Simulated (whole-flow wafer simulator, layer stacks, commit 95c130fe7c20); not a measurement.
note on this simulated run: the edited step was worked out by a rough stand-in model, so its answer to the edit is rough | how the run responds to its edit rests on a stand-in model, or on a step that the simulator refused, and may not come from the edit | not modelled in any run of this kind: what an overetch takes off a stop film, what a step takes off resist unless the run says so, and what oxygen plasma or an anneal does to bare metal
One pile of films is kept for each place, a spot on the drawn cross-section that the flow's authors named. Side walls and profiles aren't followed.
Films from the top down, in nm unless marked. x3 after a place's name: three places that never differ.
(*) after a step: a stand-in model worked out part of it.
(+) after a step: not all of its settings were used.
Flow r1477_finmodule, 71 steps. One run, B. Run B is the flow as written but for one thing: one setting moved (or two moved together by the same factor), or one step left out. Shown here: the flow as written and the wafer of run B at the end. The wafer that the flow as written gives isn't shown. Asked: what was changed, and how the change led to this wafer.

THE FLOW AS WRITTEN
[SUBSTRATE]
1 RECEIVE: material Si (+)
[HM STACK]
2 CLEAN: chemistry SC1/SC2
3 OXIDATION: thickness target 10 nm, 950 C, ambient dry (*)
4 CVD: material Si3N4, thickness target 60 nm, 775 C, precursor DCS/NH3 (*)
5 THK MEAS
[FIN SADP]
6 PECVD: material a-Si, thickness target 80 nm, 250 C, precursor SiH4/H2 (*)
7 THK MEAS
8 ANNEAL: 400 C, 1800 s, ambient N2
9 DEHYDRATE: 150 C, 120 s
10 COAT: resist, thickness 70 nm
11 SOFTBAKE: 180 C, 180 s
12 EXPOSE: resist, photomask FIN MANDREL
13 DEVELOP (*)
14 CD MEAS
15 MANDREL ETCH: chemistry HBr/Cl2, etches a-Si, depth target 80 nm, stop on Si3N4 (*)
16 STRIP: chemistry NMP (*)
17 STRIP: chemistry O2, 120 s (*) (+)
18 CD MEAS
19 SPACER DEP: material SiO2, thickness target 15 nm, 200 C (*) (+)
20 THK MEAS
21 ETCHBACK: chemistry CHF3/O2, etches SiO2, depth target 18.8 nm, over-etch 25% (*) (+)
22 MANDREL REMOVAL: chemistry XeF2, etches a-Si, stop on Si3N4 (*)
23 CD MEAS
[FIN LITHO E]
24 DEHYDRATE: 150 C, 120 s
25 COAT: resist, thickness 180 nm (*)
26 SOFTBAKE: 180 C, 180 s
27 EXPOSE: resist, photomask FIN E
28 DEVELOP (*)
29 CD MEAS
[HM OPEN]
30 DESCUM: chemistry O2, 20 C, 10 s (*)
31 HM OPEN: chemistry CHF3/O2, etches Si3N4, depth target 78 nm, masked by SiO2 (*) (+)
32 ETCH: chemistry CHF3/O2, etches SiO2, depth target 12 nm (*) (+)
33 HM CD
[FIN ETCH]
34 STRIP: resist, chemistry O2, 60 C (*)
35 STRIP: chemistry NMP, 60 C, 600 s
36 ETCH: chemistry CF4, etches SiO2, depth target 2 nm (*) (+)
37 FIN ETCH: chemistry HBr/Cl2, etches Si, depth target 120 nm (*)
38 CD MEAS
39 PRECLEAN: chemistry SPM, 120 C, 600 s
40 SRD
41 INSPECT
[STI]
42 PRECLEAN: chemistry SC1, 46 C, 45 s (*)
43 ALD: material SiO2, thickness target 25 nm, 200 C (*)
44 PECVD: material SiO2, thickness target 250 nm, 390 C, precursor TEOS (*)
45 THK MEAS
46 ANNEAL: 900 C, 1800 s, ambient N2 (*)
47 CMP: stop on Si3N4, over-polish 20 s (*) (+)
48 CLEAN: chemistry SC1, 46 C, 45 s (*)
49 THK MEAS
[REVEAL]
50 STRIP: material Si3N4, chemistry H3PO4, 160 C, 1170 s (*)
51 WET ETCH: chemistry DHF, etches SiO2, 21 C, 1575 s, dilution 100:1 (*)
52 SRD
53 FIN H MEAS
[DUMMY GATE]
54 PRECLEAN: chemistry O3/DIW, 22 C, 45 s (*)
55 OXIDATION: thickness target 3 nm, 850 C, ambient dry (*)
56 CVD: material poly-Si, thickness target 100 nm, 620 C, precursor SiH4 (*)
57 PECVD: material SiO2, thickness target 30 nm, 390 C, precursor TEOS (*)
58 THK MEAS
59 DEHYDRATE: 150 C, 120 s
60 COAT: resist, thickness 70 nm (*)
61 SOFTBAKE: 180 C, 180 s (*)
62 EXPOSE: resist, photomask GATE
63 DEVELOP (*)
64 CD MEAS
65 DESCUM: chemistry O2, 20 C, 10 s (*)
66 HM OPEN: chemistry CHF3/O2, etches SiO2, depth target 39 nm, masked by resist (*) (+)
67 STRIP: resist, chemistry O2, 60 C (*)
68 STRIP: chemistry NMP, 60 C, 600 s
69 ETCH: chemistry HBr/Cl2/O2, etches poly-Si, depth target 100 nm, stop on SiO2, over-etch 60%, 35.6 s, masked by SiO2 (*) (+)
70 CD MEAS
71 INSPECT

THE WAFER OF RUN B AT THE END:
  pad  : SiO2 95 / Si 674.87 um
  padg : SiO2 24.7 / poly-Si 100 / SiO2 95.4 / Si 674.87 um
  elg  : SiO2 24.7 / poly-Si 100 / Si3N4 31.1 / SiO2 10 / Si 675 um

The cause: step 6, PECVD: thickness target 61.6 nm was run, where the flow has thickness target 80 nm.

How the change led to this, step by step:
  6 PECVD: material a-Si, thickness target 80 nm, 250 C, precursor SiH4/H2 (*)
      pad, padg, elg and 33 more: a-Si +61.6 (new film) (as written it would be: a-Si +80 (new film))
  15 MANDREL ETCH: chemistry HBr/Cl2, etches a-Si, depth target 80 nm, stop on Si3N4 (*)
      pad, padg, elg and 27 more: a-Si -61.6 (all of it) (as written it would be: a-Si -80 (all of it))
  21 ETCHBACK: chemistry CHF3/O2, etches SiO2, depth target 18.8 nm, over-etch 25% (*) (+)
      s40sg_line, s45sg_line, s50sg_line, s40so_line, s45so_line, s50so_line: SiO2 +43 (as written it would be: SiO2 +61.4)
  22 MANDREL REMOVAL: chemistry XeF2, etches a-Si, stop on Si3N4 (*)
      s40cg, s45cg, s50cg, s40co, s45co, s50co: a-Si -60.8 (all of it) (as written it would be: a-Si -79.2 (all of it))
  25 COAT: resist, thickness 180 nm (*)
      s40cg, s40co: resist +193 (new film) (as written it would be: resist +197.6 (new film))
      s40sg, s40so: resist +196.6 (new film) (as written it would be: resist +201.2 (new film))
      (and at 14 more places)
  28 DEVELOP (*)
      s40cg, s40co: resist -193 (all of it) (as written it would be: resist -197.6 (all of it))
      s40sg, s40so: resist -196.6 (all of it) (as written it would be: resist -201.2 (all of it))
      (and at 14 more places)
  37 FIN ETCH: chemistry HBr/Cl2, etches Si, depth target 120 nm (*)
      s40sg_line, s45sg_line, s50sg_line, s40so_line, s45so_line, s50so_line: SiO2 -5 (all of it), Si3N4 -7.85 (as written it would be: SiO2 -9.23)
  43 ALD: material SiO2, thickness target 25 nm, 200 C (*)
      s40sg_line, s45sg_line, s50sg_line, s40so_line, s45so_line, s50so_line: SiO2 +25 (new film) (as written it would be: SiO2 +25)
      s40cg, s45cg, s50cg, s40co, s45co, s50co: SiO2 +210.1 (new film) (as written it would be: SiO2 +232.1 (new film))
  47 CMP: stop on Si3N4, over-polish 20 s (*) (+)
      pad, padg, e40sg and 11 more: SiO2 -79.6 (as written it would be: SiO2 -71.8)
      elg, esg, e40lg and 6 more: SiO2 -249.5 (as written it would be: SiO2 -241.6)
      (and at 13 more places)
  50 STRIP: material Si3N4, chemistry H3PO4, 160 C, 1170 s (*)
      s40sg_line, s45sg_line, s50sg_line, s40so_line, s45so_line, s50so_line: Si3N4 -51 (all of it), SiO2 -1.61 (as written it would be: Si3N4 -58.9 (all of it), SiO2 -1.37)
  51 WET ETCH: chemistry DHF, etches SiO2, 21 C, 1575 s, dilution 100:1 (*)
      elg, e40lg, e100lg, e200lg, elo, e40lo, e100lo, e200lo: SiO2 -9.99 (all of it), Si3N4 -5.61 (as written it would be: SiO2 -17.8 (all of it), Si3N4 -4.97)
  56 CVD: material poly-Si, thickness target 100 nm, 620 C, precursor SiH4 (*)
      s40cg, s40co: poly-Si +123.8 (new film) (as written it would be: poly-Si +113.9 (new film))
      s45cg, s45co: poly-Si +123.8 (new film) (as written it would be: poly-Si +113.4 (new film))
      (and at 3 more places)
  60 COAT: resist, thickness 70 nm (*)
      e40sg, eso, e40so: resist +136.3 (new film) (as written it would be: resist +129.5 (new film))
      e100sg, e100so: resist +136.3 (new film) (as written it would be: resist +129.4 (new film))
      (and at 12 more places)
  63 DEVELOP (*)
      eso, e40so: resist -136.3 (all of it) (as written it would be: resist -129.5 (all of it))
      e100so: resist -136.3 (all of it) (as written it would be: resist -129.4 (all of it))
      (and at 6 more places)
  67 STRIP: resist, chemistry O2, 60 C (*)
      e40sg: resist -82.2 (all of it) (as written it would be: resist -75.4 (all of it))
      e100sg: resist -82.2 (all of it) (as written it would be: resist -75.3 (all of it))
      (and at 6 more places)
  69 ETCH: chemistry HBr/Cl2/O2, etches poly-Si, depth target 100 nm, stop on SiO2, over-etch 60%, 35.6 s, masked by SiO2 (*) (+)
      s40co: chemical SiO2 -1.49 (all of it), poly-Si -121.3 (all of it), SiO2 -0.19 (as written it would be: chemical SiO2 -1.46 (all of it), poly-Si -111.5 (all of it), SiO2 -0.24)
      s45co: chemical SiO2 -1.49 (all of it), poly-Si -121.3 (all of it), SiO2 -0.19 (as written it would be: chemical SiO2 -1.46 (all of it), poly-Si -110.9 (all of it), SiO2 -0.25)
      (and at 1 more place)
